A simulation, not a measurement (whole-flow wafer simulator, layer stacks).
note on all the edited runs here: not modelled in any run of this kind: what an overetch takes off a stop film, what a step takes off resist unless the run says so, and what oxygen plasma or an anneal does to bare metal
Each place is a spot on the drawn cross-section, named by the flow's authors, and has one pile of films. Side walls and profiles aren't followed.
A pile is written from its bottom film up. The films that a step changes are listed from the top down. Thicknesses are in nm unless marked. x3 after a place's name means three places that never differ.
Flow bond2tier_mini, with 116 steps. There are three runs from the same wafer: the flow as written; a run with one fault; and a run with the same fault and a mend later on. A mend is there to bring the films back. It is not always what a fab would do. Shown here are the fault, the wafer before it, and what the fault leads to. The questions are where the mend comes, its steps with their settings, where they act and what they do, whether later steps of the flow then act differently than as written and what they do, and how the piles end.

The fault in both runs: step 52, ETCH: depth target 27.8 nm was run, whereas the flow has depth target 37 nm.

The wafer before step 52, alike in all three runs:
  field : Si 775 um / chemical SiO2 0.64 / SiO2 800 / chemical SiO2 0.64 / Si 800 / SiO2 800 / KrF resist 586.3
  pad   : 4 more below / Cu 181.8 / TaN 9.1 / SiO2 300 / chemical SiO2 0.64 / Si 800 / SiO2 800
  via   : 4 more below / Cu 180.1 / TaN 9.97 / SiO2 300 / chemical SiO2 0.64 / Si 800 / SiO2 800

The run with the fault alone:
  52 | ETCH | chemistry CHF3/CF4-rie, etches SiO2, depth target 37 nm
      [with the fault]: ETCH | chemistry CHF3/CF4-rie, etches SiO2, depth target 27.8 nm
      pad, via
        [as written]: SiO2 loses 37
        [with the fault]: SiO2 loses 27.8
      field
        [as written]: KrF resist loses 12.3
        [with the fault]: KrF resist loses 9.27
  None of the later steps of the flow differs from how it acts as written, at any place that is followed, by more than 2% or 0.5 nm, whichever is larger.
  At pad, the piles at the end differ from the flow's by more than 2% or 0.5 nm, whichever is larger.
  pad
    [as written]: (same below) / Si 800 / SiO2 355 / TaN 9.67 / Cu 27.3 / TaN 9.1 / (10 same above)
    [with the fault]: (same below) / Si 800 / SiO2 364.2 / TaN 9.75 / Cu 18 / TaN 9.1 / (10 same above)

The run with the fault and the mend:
  The mend stands after step 52.
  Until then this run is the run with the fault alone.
  52a | ETCH | chemistry CHF3/CF4-rie, etches SiO2, depth target 9.2 nm (the flow's step 52 again, with other settings)
      pad, via
        SiO2 loses 9.2
      field
        KrF resist loses 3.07
  None of the later steps of the flow acts differently than as written at any place that is followed.
  By the end, the piles equal the flow's at every place that both follow.
